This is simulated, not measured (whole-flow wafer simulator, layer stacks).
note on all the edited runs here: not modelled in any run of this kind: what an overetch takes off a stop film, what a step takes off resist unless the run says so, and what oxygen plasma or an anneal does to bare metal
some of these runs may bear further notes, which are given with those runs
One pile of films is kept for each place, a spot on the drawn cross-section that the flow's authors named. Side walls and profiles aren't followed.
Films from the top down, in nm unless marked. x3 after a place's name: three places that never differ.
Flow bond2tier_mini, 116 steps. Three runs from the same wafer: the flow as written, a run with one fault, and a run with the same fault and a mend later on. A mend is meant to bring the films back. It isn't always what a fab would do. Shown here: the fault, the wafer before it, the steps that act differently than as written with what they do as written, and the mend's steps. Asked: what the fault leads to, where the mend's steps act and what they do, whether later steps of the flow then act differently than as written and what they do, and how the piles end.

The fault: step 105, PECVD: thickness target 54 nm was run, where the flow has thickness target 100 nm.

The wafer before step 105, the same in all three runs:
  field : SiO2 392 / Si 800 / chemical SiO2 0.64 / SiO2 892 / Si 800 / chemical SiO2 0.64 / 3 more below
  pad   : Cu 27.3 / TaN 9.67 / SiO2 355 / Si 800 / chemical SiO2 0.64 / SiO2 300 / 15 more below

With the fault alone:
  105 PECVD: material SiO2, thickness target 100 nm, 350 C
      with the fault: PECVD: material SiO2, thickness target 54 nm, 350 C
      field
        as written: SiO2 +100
        with the fault: SiO2 +54
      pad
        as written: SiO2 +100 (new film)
        with the fault: SiO2 +54 (new film)
  Later steps of the flow that act differently than as written (2 more steps differ only slightly, by at most 2% or 0.5 nm, whichever is larger, and aren't shown):
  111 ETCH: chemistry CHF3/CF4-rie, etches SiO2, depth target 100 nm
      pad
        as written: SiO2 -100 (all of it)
        with the fault: SiO2 -54 (all of it), Cu -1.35
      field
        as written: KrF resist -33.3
        with the fault: KrF resist -27
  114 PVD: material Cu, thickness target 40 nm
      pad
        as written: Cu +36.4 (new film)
        with the fault: Cu +38 (new film)
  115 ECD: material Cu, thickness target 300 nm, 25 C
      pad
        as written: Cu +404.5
        with the fault: Cu +357.8
  At the end the piles differ from the flow's by more than 2% or 0.5 nm, whichever is larger, at field, pad.
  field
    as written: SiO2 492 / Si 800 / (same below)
    with the fault: SiO2 446 / Si 800 / (same below)
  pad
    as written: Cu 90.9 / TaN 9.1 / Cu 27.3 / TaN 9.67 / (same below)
    with the fault: Cu 45.8 / TaN 9.54 / Cu 26 / TaN 9.67 / (same below)

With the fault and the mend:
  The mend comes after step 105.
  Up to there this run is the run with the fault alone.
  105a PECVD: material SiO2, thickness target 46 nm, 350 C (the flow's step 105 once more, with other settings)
      field, pad
        SiO2 +46
  No later step of the flow acts differently than as written at any place that is followed.
  At the end the piles are the same as the flow's at every place that both follow.
